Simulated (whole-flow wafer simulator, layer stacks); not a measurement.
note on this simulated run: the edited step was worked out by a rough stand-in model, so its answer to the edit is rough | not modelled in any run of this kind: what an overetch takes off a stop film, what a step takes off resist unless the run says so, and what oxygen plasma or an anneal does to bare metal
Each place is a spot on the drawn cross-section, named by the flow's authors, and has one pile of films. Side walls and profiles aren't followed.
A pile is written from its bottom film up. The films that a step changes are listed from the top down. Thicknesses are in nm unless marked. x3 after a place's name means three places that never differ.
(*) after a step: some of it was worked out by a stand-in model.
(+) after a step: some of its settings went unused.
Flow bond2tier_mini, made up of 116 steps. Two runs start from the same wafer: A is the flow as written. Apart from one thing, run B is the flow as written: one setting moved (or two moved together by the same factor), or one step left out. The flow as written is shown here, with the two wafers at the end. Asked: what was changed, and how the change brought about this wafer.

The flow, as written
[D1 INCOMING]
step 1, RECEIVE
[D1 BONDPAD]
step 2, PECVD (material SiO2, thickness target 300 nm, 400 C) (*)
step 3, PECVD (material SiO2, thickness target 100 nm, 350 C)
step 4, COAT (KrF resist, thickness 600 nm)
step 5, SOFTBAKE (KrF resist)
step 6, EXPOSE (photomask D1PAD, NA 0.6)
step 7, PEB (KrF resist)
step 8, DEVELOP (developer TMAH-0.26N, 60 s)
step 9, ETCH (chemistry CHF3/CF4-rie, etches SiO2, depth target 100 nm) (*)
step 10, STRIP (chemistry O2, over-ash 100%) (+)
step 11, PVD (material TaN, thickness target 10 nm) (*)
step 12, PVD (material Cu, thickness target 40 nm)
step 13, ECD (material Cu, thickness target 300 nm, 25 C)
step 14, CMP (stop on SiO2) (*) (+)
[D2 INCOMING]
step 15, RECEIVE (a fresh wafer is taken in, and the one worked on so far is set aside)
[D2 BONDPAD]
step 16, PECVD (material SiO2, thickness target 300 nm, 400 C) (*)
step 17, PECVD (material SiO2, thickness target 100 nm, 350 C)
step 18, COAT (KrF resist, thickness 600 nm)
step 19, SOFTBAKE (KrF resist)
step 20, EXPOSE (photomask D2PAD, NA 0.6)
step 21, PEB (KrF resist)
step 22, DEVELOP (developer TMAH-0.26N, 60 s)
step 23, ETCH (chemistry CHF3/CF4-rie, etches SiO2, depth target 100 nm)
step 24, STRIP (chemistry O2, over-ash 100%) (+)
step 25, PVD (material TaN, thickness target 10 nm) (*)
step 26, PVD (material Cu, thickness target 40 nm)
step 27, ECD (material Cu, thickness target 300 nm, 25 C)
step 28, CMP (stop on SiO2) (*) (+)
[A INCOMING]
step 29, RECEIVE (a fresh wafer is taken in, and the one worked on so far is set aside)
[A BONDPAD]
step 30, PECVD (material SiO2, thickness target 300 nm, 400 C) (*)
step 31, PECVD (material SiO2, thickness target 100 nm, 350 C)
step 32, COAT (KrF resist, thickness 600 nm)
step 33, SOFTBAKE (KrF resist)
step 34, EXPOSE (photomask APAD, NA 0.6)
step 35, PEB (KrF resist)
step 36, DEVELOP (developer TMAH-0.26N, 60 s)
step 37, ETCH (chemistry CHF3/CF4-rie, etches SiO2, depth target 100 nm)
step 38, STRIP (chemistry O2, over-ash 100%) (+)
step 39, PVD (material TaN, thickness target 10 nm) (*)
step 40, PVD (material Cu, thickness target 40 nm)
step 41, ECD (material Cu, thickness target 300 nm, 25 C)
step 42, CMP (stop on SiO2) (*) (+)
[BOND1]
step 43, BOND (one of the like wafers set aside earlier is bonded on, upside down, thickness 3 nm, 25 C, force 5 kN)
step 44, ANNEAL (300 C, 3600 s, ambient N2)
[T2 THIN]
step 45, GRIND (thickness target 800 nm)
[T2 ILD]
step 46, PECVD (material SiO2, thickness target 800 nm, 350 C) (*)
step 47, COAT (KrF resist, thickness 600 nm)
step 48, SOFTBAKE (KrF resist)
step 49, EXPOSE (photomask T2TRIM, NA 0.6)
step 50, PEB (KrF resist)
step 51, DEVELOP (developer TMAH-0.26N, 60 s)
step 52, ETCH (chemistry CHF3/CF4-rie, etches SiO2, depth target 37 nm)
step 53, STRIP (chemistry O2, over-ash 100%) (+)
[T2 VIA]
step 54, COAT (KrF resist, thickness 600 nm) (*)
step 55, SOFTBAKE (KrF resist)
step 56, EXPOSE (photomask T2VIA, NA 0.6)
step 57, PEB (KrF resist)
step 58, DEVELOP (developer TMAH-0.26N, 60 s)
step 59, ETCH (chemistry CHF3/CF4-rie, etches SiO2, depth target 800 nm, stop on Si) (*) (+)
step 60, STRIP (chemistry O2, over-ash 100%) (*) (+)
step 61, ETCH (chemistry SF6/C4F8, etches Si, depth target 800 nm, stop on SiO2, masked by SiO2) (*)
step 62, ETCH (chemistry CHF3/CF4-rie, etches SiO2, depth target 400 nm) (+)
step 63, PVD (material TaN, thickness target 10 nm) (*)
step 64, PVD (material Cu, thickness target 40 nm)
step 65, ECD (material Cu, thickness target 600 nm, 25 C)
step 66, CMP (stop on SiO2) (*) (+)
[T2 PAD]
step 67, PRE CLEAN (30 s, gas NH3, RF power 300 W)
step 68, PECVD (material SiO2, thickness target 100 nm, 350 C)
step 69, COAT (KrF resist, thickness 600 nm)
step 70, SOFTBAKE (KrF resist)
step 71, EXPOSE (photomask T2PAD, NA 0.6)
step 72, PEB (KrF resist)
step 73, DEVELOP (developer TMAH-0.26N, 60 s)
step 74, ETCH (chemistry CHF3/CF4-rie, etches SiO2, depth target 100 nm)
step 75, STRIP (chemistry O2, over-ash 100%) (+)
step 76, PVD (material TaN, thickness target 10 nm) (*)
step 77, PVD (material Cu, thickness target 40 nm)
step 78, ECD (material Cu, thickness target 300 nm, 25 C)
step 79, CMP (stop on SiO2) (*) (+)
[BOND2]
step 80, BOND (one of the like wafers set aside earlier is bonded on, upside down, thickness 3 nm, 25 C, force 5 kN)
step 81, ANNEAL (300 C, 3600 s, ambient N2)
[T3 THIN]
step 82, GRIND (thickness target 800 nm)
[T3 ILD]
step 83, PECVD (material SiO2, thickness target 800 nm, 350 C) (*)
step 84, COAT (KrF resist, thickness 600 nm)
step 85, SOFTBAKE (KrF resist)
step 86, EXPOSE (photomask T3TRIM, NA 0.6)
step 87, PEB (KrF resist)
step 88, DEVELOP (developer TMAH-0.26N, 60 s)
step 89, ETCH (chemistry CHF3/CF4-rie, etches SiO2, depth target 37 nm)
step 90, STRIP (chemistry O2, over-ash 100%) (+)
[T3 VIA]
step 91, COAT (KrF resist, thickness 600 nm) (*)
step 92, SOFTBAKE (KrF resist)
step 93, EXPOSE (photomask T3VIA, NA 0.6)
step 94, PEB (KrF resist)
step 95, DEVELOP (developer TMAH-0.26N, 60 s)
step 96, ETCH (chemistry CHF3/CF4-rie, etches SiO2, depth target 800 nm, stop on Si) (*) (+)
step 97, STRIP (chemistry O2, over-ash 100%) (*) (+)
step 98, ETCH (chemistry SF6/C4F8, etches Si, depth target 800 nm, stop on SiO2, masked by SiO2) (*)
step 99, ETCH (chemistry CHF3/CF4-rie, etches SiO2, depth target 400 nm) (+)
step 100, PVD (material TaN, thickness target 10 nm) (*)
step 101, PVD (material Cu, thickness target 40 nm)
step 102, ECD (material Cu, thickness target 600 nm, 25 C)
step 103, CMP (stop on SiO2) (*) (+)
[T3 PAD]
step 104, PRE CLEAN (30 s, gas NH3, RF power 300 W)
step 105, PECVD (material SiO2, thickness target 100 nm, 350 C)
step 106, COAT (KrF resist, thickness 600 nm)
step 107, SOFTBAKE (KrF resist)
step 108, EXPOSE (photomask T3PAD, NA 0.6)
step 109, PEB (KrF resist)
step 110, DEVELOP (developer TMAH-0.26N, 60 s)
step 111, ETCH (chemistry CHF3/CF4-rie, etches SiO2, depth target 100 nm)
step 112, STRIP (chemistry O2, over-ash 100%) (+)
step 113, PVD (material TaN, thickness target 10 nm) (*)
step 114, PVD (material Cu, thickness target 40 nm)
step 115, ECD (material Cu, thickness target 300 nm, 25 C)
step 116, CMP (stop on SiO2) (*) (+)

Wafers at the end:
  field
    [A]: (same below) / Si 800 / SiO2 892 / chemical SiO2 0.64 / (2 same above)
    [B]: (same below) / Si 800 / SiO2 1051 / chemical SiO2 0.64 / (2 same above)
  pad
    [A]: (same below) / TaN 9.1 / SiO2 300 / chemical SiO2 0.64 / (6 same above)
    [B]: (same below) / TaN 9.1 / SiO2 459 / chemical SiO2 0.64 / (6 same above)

What caused this: step 16, PECVD: thickness target 459 nm was run, whereas the flow has thickness target 300 nm.
The wafer lets one read it off: pad has SiO2 459, and step 16 as written asks for 300 nm.

How this came from the change, step by step:
  step 16, PECVD (material SiO2, thickness target 300 nm, 400 C) (*)
      field, pad, via: A SiO2 gains 300 (new film) | B SiO2 gains 459 (new film)
  step 80, BOND (one of the like wafers set aside earlier is bonded on, upside down, thickness 3 nm, 25 C, force 5 kN)
      field: A Si gains 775 um (new film), chemical SiO2 gains 0.64 (new film), SiO2 gains 400 | B Si gains 775 um (new film), chemical SiO2 gains 0.64 (new film), SiO2 gains 559
      pad: A Si gains 775 um (new film), chemical SiO2 gains 0.64 (new film), SiO2 gains 300 (new film), TaN gains 9.1 (new film), Cu gains 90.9 | B Si gains 775 um (new film), chemical SiO2 gains 0.64 (new film), SiO2 gains 459 (new film), TaN gains 9.1 (new film), Cu gains 90.9
